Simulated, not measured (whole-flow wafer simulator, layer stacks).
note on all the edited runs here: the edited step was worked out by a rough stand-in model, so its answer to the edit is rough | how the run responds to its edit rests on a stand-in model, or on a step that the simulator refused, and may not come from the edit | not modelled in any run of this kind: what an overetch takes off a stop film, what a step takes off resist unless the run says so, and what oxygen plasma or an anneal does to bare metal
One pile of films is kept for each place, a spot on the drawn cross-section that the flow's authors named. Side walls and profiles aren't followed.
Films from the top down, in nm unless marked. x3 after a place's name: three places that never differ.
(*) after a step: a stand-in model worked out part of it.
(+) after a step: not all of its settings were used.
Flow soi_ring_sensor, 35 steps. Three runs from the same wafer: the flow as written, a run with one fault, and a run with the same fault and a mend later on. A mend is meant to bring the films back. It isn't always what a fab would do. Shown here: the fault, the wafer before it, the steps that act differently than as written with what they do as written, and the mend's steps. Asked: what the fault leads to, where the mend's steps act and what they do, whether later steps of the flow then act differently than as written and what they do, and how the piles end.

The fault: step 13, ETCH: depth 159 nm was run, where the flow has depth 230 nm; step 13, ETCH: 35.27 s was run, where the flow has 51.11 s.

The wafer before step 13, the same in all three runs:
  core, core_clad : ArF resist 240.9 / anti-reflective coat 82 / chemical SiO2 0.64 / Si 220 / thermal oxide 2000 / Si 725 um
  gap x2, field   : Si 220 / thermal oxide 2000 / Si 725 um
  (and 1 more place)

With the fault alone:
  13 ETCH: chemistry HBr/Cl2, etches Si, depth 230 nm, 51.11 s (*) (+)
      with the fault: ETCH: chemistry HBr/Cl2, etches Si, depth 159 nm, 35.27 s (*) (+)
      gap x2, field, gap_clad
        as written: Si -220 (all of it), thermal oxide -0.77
        with the fault: Si -159
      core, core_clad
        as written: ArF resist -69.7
        with the fault: ArF resist -48.1
  Later steps of the flow that act differently than as written:
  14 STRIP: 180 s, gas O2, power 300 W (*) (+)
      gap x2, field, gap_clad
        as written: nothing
        with the fault: chemical SiO2 +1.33 (new film), Si -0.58
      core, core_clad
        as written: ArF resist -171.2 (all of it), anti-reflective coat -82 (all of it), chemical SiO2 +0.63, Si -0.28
        with the fault: ArF resist -192.8 (all of it), anti-reflective coat -82 (all of it), chemical SiO2 +0.62, Si -0.27
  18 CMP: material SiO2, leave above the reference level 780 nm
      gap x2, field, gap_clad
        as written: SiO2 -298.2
        with the fault: SiO2 -360.8
  At the end the piles differ from the flow's by more than 2% or 0.5 nm, whichever is larger, at field.
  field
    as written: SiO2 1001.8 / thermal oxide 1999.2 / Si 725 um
    with the fault: SiO2 939.2 / chemical SiO2 1.33 / Si 60.4 / thermal oxide 2000 / Si 725 um

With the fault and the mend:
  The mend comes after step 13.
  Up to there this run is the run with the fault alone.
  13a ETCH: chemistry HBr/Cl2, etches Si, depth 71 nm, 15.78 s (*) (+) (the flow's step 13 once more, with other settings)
      gap x2, field, gap_clad
        Si -61 (all of it), thermal oxide -0.77
      core, core_clad
        ArF resist -21.5
  No later step of the flow acts differently than as written, at any place that is followed, by more than 2% or 0.5 nm, whichever is larger.
  At the end the piles are the same as the flow's at every place that both follow.
